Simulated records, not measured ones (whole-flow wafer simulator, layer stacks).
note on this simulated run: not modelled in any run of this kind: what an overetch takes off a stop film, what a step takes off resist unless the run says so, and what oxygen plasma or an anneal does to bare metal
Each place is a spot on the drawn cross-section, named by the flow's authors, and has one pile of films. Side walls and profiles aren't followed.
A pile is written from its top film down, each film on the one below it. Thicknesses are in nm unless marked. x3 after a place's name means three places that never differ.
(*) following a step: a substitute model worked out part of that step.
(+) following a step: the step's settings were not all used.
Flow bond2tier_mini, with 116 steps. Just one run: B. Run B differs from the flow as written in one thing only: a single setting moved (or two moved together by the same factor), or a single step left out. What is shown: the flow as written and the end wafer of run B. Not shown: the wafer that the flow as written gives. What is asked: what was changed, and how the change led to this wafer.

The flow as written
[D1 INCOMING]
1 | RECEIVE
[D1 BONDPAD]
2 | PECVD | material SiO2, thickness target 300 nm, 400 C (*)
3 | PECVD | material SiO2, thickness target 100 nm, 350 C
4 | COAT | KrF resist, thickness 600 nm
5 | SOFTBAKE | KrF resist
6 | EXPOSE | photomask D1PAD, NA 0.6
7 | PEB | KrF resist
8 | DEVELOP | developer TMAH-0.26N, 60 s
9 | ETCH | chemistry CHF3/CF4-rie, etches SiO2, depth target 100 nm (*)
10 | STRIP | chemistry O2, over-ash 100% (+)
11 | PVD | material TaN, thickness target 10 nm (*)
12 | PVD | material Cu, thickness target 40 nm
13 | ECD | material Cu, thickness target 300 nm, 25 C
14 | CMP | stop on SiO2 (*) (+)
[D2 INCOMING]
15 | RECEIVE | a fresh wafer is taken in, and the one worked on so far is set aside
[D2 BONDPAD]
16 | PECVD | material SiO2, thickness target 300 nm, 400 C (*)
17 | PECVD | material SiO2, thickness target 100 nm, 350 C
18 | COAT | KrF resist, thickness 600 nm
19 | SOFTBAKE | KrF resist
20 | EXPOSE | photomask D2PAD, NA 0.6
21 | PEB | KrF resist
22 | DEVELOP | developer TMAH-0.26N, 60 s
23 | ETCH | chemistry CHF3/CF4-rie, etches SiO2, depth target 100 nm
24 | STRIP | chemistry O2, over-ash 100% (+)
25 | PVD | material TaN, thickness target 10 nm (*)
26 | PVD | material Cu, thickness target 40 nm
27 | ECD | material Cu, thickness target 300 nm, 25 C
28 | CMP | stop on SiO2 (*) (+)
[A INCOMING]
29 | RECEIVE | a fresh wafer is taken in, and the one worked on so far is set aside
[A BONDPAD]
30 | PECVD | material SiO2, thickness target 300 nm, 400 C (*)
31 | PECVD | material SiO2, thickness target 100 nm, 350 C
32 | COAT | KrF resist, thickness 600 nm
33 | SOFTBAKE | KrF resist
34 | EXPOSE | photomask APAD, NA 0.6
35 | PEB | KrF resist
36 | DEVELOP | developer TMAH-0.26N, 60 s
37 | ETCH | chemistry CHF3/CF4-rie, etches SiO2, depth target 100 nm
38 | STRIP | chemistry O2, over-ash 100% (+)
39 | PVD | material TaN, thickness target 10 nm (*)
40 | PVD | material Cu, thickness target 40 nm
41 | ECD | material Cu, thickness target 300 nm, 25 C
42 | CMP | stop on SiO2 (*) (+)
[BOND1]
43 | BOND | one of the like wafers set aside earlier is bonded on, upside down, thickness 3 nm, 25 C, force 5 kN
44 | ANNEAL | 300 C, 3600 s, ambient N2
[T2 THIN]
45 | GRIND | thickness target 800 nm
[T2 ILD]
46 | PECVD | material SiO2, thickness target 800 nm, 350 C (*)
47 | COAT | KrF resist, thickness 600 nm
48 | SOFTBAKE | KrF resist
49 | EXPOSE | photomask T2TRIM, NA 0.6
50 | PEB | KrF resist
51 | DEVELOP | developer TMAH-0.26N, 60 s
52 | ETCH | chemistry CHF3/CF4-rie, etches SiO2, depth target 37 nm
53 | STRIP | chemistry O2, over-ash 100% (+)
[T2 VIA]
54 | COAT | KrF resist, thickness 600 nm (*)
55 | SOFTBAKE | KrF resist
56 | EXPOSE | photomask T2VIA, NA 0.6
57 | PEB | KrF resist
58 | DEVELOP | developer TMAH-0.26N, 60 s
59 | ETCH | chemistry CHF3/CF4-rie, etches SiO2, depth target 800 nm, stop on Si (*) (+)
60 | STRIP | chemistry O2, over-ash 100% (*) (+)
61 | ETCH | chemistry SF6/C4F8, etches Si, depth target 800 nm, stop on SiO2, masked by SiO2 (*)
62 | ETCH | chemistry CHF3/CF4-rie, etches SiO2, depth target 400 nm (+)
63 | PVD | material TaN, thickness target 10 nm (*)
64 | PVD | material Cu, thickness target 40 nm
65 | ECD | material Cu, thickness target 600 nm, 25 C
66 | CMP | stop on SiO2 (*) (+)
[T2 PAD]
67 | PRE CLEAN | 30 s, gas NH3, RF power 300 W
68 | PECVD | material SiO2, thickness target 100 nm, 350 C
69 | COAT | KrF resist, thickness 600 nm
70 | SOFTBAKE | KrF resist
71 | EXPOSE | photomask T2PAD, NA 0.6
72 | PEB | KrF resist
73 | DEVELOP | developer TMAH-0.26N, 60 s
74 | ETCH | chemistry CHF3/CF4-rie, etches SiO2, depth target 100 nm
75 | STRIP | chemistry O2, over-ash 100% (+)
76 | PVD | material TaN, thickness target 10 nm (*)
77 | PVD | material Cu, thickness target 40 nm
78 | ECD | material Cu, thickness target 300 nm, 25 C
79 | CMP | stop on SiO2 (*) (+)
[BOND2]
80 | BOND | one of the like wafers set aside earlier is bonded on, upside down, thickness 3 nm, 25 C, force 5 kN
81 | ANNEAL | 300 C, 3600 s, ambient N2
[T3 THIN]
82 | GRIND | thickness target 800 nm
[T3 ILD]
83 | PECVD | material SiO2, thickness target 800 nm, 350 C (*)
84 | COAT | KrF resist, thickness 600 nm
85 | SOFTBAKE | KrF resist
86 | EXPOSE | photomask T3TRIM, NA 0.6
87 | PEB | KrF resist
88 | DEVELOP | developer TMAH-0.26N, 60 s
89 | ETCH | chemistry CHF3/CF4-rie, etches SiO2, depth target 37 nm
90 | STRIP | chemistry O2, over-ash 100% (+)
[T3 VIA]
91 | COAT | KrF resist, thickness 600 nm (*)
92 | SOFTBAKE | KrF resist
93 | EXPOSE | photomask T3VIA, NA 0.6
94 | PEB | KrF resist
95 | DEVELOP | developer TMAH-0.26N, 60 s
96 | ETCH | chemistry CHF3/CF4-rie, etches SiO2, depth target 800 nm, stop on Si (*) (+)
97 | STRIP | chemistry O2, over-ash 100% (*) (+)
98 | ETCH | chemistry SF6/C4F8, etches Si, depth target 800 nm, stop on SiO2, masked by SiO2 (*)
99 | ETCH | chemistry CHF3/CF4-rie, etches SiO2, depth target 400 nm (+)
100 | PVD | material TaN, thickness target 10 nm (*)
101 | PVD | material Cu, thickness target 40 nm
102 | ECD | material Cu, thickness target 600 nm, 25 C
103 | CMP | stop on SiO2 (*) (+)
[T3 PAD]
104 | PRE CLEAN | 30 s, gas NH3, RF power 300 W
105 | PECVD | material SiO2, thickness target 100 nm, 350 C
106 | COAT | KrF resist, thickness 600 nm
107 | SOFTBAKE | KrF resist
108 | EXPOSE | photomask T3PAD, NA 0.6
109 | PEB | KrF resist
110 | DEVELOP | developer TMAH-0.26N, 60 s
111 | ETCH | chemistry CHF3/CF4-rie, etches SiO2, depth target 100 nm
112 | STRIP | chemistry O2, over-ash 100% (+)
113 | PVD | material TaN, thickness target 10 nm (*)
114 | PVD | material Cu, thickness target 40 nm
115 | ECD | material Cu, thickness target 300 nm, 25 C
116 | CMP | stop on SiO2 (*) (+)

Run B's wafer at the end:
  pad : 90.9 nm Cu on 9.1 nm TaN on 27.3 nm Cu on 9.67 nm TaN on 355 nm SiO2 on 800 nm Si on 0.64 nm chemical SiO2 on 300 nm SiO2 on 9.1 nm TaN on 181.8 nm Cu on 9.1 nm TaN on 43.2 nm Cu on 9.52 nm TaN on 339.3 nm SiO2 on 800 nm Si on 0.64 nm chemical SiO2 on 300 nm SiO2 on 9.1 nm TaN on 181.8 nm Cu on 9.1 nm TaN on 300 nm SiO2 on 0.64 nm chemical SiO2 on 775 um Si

Cause: step 52, ETCH: depth target 52.7 nm was run, whereas the flow has depth target 37 nm.

Step by step, how the change led to this:
  52 | ETCH | chemistry CHF3/CF4-rie, etches SiO2, depth target 37 nm
      pad, via: SiO2 loses 52.7 (it would be, as written: SiO2 loses 37)
      field: KrF resist loses 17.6 (it would be, as written: KrF resist loses 12.3)
  59 | ETCH | chemistry CHF3/CF4-rie, etches SiO2, depth target 800 nm, stop on Si (*) (+)
      via: SiO2 loses 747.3 (all of it) (it would be, as written: SiO2 loses 763 (all of it))
  60 | STRIP | chemistry O2, over-ash 100% (*) (+)
      field: KrF resist loses 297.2 (all of it) (it would be, as written: KrF resist loses 303.9 (all of it))
      pad: KrF resist loses 342.9 (all of it) (it would be, as written: KrF resist loses 336 (all of it))
  65 | ECD | material Cu, thickness target 600 nm, 25 C
      pad: Cu gains 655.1 (it would be, as written: Cu gains 638.7)
